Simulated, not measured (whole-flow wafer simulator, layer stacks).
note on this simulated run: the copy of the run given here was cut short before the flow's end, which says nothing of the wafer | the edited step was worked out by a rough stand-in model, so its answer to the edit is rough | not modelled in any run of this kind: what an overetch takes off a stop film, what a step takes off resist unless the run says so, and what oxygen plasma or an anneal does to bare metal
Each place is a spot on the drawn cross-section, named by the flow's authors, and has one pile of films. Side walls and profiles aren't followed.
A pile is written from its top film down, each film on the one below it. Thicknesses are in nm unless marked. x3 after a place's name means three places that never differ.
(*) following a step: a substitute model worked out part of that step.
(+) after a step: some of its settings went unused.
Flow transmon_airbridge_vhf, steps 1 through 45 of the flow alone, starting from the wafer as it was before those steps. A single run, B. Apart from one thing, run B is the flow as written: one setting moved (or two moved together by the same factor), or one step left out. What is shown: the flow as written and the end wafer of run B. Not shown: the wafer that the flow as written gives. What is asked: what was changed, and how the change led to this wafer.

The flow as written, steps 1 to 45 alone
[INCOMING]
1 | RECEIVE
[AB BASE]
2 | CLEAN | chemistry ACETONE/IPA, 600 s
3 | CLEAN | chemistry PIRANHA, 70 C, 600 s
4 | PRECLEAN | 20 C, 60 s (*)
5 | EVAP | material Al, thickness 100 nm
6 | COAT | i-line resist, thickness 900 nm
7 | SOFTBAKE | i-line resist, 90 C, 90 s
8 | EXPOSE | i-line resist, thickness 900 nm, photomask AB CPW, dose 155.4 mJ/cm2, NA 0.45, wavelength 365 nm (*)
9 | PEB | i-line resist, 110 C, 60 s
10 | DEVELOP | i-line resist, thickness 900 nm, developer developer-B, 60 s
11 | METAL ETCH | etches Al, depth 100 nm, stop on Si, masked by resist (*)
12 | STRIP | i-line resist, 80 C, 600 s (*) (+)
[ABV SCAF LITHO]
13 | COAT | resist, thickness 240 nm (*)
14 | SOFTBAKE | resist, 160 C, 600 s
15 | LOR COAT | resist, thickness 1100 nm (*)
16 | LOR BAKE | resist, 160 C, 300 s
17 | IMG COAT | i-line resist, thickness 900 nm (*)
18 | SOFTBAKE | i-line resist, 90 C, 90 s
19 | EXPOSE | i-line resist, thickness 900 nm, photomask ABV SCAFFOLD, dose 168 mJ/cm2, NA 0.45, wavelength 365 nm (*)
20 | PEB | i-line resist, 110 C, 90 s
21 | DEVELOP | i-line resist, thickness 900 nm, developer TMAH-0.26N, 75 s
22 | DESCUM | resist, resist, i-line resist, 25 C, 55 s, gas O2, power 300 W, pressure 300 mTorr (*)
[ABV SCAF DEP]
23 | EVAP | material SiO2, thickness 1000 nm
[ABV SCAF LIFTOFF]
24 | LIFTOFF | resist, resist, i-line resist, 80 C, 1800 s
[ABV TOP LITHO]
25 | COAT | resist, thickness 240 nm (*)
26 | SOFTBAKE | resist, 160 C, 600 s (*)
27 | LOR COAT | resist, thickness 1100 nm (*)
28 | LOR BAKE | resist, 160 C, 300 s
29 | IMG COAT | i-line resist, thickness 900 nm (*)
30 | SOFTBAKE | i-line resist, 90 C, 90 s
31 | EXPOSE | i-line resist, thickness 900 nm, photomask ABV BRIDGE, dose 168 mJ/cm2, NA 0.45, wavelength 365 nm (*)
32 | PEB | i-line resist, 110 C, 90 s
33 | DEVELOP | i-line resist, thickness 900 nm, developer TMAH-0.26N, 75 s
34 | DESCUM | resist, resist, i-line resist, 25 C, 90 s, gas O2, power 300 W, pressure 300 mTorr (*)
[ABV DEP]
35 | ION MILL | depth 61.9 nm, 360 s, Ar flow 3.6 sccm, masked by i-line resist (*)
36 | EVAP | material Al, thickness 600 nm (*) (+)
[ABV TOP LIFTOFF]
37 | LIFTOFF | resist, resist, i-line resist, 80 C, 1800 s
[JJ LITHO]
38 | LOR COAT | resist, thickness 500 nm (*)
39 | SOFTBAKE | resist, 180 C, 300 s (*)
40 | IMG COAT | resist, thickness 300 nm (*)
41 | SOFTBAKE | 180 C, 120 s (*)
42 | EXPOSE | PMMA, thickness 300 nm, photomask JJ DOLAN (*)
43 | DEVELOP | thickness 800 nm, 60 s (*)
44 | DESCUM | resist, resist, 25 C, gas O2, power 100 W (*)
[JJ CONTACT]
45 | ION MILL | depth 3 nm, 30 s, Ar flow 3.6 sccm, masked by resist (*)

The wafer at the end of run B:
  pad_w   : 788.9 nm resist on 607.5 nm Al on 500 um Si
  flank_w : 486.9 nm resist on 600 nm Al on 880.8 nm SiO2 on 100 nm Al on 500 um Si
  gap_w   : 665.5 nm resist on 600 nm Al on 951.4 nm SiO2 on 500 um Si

What caused this: step 35, ION MILL: 486 s was run, whereas the flow has 360 s.

Step by step, how the change led to this:
  35 | ION MILL | depth 61.9 nm, 360 s, Ar flow 3.6 sccm, masked by i-line resist (*)
      field x3, jj_line, ground_far, trace_open_s x2, margin_s, margin_n: -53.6 i-line resist (as written it would have been: -39.7 i-line resist)
      flank_w, gap_w, cpw_trace, gap_e, flank_e, bridge_strip: -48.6 SiO2 (as written it would have been: -36 SiO2)
      (as well as at 2 more places)
  37 | LIFTOFF | resist, resist, i-line resist, 80 C, 1800 s
      field x3, jj_line, trace_open_s x2: -600 Al (all of it), -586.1 i-line resist (all of it), -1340 resist (all of it) (as written it would have been: -600 Al (all of it), -600 i-line resist (all of it), -1340 resist (all of it))
      margin_s, margin_n: -600 Al (all of it), -304.4 i-line resist (all of it), -992 resist (all of it) (as written it would have been: -600 Al (all of it), -318.3 i-line resist (all of it), -992 resist (all of it))
